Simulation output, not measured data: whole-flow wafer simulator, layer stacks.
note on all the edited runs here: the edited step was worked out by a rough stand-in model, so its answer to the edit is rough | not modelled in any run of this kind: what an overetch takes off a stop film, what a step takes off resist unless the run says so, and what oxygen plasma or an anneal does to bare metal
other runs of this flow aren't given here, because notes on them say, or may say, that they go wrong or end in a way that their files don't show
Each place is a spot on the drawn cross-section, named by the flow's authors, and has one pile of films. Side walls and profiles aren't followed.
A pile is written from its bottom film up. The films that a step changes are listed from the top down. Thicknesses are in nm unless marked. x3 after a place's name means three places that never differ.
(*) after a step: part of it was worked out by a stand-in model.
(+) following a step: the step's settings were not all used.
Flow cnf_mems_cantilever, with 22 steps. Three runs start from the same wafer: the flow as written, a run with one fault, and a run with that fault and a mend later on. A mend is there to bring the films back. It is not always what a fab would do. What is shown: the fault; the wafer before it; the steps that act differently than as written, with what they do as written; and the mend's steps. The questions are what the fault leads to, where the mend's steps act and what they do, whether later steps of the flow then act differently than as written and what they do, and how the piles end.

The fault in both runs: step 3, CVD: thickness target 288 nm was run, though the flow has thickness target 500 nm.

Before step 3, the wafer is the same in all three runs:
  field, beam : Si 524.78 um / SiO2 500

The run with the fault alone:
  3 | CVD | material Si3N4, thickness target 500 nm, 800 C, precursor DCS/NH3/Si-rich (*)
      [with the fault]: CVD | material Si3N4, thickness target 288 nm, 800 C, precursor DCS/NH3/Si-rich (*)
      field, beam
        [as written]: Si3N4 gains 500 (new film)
        [with the fault]: Si3N4 gains 288 (new film)
  Later steps of the flow acting differently than as written:
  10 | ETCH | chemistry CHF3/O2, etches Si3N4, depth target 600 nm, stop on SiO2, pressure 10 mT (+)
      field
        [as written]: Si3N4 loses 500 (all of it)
        [with the fault]: Si3N4 loses 288 (all of it)
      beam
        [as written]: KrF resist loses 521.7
        [with the fault]: KrF resist loses 375.7
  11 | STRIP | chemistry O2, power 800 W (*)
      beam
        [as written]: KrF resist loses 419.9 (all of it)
        [with the fault]: KrF resist loses 566 (all of it)
  The piles end different from the flow's at beam by more than 2% or 0.5 nm, whichever is larger.
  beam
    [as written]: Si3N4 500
    [with the fault]: Si3N4 288

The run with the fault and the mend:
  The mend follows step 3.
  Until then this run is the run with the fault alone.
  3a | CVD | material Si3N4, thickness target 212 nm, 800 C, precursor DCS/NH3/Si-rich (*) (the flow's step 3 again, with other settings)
      field, beam
        Si3N4 gains 212
  None of the later steps of the flow acts differently than as written at any place that is followed.
  At every place that both follow, the piles at the end match the flow's.
